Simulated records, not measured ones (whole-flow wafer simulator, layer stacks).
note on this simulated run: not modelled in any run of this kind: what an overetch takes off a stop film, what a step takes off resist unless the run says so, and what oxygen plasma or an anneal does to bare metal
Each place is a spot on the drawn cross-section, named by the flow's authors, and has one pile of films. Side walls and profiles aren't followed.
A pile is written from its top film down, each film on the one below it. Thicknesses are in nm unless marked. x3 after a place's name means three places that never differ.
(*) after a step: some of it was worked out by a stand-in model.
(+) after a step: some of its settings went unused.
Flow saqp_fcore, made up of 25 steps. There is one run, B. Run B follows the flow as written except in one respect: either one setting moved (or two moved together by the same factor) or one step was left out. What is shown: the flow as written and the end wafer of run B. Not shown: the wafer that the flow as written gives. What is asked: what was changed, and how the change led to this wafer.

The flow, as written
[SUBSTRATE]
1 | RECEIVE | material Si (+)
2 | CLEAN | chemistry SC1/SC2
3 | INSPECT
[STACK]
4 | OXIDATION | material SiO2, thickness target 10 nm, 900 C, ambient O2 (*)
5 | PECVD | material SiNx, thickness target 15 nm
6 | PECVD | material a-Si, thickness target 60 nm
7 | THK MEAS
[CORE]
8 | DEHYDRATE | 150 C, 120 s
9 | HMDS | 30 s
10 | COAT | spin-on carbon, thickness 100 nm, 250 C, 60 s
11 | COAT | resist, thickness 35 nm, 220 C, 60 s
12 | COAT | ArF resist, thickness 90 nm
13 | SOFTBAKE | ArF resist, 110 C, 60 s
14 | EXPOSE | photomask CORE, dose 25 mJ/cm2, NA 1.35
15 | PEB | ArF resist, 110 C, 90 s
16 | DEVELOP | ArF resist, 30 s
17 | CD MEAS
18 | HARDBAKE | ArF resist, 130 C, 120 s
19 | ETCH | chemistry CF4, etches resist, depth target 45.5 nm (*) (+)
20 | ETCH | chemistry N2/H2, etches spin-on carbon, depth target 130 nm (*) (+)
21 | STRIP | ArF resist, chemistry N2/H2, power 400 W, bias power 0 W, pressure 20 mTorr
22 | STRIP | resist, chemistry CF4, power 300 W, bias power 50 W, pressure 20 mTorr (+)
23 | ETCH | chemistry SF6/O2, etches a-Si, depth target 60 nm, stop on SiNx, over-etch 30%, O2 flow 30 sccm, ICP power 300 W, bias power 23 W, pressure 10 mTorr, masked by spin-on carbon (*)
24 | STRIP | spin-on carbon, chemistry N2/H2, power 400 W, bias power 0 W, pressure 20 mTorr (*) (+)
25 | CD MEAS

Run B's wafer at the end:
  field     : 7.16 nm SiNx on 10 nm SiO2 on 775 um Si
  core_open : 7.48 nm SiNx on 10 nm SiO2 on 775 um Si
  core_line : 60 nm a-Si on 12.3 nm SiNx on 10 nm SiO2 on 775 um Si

Cause: step 5, PECVD: thickness target 12.3 nm was run, while the flow as written has thickness target 15 nm.
The wafer itself shows it: core_line has SiNx 12.3, and step 5 as written asks for 15 nm.

Step by step, how the change led to this:
  5 | PECVD | material SiNx, thickness target 15 nm
      field, core_open, core_line: +12.3 SiNx (new film) (in the flow as written it would be: +15 SiNx (new film))
